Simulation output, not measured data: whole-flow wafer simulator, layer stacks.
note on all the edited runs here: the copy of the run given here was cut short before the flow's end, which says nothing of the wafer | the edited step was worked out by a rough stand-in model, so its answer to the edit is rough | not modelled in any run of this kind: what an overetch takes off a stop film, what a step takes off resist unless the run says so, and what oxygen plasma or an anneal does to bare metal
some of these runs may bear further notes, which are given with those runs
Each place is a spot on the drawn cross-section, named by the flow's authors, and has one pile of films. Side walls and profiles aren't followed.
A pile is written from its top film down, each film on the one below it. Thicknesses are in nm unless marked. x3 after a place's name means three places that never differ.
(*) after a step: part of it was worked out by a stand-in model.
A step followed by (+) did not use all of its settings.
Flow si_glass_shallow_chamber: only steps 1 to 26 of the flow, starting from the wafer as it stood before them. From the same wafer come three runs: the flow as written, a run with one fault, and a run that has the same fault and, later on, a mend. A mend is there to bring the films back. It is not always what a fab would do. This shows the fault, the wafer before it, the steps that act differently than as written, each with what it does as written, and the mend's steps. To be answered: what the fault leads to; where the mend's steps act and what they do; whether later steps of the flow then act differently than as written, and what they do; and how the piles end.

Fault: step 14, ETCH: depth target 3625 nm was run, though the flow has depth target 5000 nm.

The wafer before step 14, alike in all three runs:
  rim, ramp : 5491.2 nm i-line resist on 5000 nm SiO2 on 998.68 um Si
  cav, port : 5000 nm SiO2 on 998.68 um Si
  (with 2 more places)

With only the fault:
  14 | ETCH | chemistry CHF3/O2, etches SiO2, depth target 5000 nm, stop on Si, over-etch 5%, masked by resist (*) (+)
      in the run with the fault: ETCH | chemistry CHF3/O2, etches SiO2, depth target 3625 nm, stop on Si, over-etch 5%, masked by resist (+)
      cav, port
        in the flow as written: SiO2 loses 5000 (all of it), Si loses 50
        in the run with the fault: SiO2 loses 3806.2
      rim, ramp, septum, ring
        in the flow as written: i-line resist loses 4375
        in the run with the fault: i-line resist loses 3171.9
  Later steps of the flow acting differently than as written (1 other step is not shown; it differs only slightly, by no more than 2% or 0.5 nm, whichever is larger):
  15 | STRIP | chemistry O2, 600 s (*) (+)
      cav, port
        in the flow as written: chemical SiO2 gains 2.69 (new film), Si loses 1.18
        in the run with the fault: nothing
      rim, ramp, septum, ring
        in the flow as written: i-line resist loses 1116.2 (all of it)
        in the run with the fault: i-line resist loses 2319.3 (all of it)
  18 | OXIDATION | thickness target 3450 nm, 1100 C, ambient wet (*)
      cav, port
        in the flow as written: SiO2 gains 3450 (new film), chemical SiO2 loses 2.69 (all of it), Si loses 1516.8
        in the run with the fault: SiO2 gains 2481.1, Si loses 1091.7
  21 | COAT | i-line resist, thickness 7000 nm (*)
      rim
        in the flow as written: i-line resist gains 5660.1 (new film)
        in the run with the fault: i-line resist gains 5902.8 (new film)
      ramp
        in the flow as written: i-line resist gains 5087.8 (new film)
        in the run with the fault: i-line resist gains 5425 (new film)
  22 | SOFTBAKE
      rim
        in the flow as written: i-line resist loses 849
        in the run with the fault: i-line resist loses 717.2
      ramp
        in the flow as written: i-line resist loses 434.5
        in the run with the fault: i-line resist loses 348.5
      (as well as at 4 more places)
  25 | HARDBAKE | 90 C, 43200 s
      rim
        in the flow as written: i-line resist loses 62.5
        in the run with the fault: i-line resist loses 76.1
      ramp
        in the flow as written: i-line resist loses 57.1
        in the run with the fault: i-line resist loses 72
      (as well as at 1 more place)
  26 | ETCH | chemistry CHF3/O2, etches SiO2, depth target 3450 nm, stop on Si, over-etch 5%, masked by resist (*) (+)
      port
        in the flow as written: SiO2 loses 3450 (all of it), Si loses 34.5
        in the run with the fault: SiO2 loses 3622.5
  The piles end different from the flow's at rim, ramp, cav, port by more than 2% or 0.5 nm, whichever is larger.
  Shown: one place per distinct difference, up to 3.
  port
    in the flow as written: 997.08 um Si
    in the run with the fault: 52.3 nm SiO2 on 997.59 um Si
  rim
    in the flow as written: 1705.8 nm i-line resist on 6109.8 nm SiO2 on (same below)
    in the run with the fault: 2066.6 nm i-line resist on 6109.8 nm SiO2 on (same below)
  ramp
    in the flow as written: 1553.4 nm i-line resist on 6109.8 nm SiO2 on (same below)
    in the run with the fault: 1961.7 nm i-line resist on 6109.8 nm SiO2 on (same below)

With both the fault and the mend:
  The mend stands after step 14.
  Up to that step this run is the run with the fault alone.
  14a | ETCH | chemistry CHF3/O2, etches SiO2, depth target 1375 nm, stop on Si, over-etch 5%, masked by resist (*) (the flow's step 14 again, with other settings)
      rim, ramp, septum, ring
        i-line resist loses 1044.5
      cav, port
        SiO2 loses 1193.8 (all of it), Si loses 50
  Later steps of the flow acting differently than as written:
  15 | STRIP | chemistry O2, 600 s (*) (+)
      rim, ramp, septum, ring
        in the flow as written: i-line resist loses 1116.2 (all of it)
        in the run with the mend: i-line resist loses 1274.8 (all of it)
  At every place that both follow, the piles at the end match the flow's.
